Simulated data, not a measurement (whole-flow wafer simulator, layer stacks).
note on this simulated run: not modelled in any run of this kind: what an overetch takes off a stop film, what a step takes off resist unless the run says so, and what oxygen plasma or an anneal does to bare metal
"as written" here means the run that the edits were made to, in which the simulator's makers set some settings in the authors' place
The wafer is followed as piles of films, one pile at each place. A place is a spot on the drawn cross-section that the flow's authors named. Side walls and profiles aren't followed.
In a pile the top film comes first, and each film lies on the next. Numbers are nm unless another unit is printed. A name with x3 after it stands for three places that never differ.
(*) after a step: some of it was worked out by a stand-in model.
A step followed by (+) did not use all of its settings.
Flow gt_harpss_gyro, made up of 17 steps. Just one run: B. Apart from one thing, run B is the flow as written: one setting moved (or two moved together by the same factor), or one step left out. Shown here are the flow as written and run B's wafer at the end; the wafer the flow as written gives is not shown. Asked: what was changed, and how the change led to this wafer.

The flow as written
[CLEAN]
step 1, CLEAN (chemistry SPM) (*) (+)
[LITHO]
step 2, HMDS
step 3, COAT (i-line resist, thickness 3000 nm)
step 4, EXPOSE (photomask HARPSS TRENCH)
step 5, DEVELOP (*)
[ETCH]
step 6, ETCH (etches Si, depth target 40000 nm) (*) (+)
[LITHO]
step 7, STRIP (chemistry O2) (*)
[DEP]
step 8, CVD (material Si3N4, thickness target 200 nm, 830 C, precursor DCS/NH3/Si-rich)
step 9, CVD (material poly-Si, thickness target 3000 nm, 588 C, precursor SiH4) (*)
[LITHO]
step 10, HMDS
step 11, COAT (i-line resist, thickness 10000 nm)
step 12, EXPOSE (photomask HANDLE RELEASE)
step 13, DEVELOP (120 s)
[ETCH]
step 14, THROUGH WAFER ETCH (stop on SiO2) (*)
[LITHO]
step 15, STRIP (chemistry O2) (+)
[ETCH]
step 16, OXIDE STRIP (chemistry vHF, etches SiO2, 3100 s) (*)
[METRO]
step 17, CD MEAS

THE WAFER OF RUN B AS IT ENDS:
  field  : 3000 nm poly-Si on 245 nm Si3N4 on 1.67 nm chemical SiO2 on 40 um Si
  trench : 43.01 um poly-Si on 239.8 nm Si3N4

What caused this: step 8, CVD: thickness target 245 nm was run, whereas the flow has thickness target 200 nm.
The wafer itself shows it: field has Si3N4 245, and step 8 as written asks for 200 nm.

The path from the change to this, step by step:
  step 8, CVD (material Si3N4, thickness target 200 nm, 830 C, precursor DCS/NH3/Si-rich)
      field: +245 Si3N4 (new film) (it would be, as written: +200 Si3N4 (new film))
      trench: +239.8 Si3N4 (new film) (it would be, as written: +195.9 Si3N4 (new film))
